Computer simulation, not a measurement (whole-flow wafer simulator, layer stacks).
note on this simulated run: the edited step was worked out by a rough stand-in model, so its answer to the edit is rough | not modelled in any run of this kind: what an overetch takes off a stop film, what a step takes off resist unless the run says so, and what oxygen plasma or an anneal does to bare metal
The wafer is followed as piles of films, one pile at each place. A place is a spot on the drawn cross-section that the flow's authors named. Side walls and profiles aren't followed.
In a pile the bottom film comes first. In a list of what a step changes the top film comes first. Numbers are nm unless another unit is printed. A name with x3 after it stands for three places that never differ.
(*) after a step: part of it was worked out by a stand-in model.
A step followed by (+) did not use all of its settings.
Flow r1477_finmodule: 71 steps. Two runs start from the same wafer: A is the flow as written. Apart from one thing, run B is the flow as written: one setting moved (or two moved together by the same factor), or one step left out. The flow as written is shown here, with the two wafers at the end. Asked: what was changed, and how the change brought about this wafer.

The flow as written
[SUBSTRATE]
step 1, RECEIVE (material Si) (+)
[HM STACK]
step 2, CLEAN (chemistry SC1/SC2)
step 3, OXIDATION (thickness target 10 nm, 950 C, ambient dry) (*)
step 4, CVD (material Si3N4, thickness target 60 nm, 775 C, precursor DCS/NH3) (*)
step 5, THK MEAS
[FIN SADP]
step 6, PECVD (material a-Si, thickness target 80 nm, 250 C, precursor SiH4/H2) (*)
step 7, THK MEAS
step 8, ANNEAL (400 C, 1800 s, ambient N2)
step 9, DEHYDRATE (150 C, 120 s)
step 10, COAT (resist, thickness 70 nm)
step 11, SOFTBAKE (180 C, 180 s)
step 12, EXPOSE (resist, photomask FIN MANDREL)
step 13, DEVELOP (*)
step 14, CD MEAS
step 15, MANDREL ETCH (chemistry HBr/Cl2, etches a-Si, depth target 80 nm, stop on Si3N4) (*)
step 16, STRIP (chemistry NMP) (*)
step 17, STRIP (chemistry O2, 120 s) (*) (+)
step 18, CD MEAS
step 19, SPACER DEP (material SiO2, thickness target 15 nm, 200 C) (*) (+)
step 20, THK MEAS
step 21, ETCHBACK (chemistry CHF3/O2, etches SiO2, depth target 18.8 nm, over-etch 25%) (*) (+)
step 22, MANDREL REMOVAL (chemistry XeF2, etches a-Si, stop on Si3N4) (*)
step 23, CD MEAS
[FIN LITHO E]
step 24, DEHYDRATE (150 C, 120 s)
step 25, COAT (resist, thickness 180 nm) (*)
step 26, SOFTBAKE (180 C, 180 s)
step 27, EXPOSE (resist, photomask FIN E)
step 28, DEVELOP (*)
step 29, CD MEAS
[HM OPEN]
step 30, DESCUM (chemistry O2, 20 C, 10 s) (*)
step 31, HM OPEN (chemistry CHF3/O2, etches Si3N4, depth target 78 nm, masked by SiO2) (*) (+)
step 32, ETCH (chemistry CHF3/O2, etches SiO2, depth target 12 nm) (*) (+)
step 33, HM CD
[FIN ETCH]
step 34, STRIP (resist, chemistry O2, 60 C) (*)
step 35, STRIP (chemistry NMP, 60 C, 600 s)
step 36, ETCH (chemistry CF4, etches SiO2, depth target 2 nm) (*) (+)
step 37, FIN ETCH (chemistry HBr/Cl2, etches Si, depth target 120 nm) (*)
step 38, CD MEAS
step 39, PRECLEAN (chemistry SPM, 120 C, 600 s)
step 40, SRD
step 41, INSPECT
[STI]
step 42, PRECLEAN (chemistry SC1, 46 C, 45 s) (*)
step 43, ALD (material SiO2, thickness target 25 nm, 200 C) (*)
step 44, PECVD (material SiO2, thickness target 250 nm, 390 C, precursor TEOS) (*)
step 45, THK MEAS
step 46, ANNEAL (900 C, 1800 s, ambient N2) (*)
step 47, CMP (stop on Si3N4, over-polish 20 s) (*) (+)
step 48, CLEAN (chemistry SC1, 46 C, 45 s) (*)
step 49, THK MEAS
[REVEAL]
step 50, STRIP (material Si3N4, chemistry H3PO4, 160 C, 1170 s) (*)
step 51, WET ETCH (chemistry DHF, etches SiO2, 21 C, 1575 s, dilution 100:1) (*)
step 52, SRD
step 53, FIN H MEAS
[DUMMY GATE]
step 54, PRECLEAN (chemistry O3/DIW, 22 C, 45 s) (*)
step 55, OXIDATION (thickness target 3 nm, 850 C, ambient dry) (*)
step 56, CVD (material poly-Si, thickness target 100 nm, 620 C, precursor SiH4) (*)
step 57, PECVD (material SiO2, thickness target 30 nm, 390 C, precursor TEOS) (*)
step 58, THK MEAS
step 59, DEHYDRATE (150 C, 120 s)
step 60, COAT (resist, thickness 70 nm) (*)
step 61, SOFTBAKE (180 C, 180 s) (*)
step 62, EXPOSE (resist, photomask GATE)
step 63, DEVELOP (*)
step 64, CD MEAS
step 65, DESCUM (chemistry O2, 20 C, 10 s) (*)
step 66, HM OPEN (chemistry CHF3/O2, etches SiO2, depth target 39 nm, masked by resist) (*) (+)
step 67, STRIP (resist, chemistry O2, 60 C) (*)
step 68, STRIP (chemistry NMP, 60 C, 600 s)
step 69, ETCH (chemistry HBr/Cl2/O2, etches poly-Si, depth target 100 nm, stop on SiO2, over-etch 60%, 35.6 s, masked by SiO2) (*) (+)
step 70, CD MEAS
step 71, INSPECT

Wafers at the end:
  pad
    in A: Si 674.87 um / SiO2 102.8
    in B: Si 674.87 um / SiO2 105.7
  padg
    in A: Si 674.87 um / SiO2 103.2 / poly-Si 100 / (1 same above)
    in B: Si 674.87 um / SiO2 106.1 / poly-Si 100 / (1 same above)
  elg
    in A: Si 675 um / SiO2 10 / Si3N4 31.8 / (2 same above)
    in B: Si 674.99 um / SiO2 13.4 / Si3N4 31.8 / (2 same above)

The reason: step 3, OXIDATION: thickness target 13.4 nm was run, while the flow as written has thickness target 10 nm.
The wafer lets one read it off: elg has SiO2 13.4, and step 3 as written asks for 10 nm.

The path from the change to this, step by step:
  step 3, OXIDATION (thickness target 10 nm, 950 C, ambient dry) (*)
      pad, padg, elg and 33 more: A SiO2 gains 10 (new film), chemical SiO2 loses 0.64 (all of it), Si loses 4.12 | B SiO2 gains 13.4 (new film), chemical SiO2 loses 0.64 (all of it), Si loses 5.61
  step 31, HM OPEN (chemistry CHF3/O2, etches Si3N4, depth target 78 nm, masked by SiO2) (*) (+)
      pad, padg, esg and 13 more: A Si3N4 loses 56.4 (all of it), SiO2 loses 10 (all of it) | B Si3N4 loses 56.4 (all of it), SiO2 loses 10.8
  step 32, ETCH (chemistry CHF3/O2, etches SiO2, depth target 12 nm) (*) (+)
      pad, padg, e40sg and 11 more: A Si loses 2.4 | B SiO2 loses 2.59 (all of it), Si loses 1.88
      esg, eso: A Si loses 1.77 | B SiO2 loses 2.59 (all of it), Si loses 1.88
      (as well as at 6 more places)
  step 47, CMP (stop on Si3N4, over-polish 20 s) (*) (+)
      pad, padg, e40sg and 11 more: A SiO2 loses 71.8 | B SiO2 loses 68.9
      eso: A SiO2 loses 72.4 | B SiO2 loses 68.9
  step 51, WET ETCH (chemistry DHF, etches SiO2, 21 C, 1575 s, dilution 100:1) (*)
      s40sg_line, s45sg_line, s50sg_line, s40so_line, s45so_line, s50so_line: A SiO2 loses 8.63 (all of it) | B SiO2 loses 12 (all of it)
  step 56, CVD (material poly-Si, thickness target 100 nm, 620 C, precursor SiH4) (*)
      s40cg, s40co: A poly-Si gains 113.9 (new film) | B poly-Si gains 110.5 (new film)
      s45cg, s45co: A poly-Si gains 113.4 (new film) | B poly-Si gains 110 (new film)
      (as well as at 2 more places)
  step 60, COAT (resist, thickness 70 nm) (*)
      s40sg, s40so: A resist gains 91 (new film) | B resist gains 87.8 (new film)
      s45sg, s45so: A resist gains 91 (new film) | B resist gains 87.7 (new film)
      (as well as at 2 more places)
  step 63, DEVELOP (*)
      s40so: A resist loses 91 (all of it) | B resist loses 87.8 (all of it)
      s45so: A resist loses 91 (all of it) | B resist loses 87.7 (all of it)
      (as well as at 1 more place)
  step 67, STRIP (resist, chemistry O2, 60 C) (*)
      s40sg: A resist loses 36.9 (all of it) | B resist loses 33.7 (all of it)
      s45sg: A resist loses 36.9 (all of it) | B resist loses 33.6 (all of it)
      (as well as at 1 more place)
  step 69, ETCH (chemistry HBr/Cl2/O2, etches poly-Si, depth target 100 nm, stop on SiO2, over-etch 60%, 35.6 s, masked by SiO2) (*) (+)
      s40co: A chemical SiO2 loses 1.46 (all of it), poly-Si loses 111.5 (all of it), SiO2 loses 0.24 | B chemical SiO2 loses 1.46 (all of it), poly-Si loses 108.1 (all of it), SiO2 loses 0.26
      s45co: A chemical SiO2 loses 1.46 (all of it), poly-Si loses 110.9 (all of it), SiO2 loses 0.25 | B chemical SiO2 loses 1.46 (all of it), poly-Si loses 107.5 (all of it), SiO2 loses 0.26
      (as well as at 1 more place)
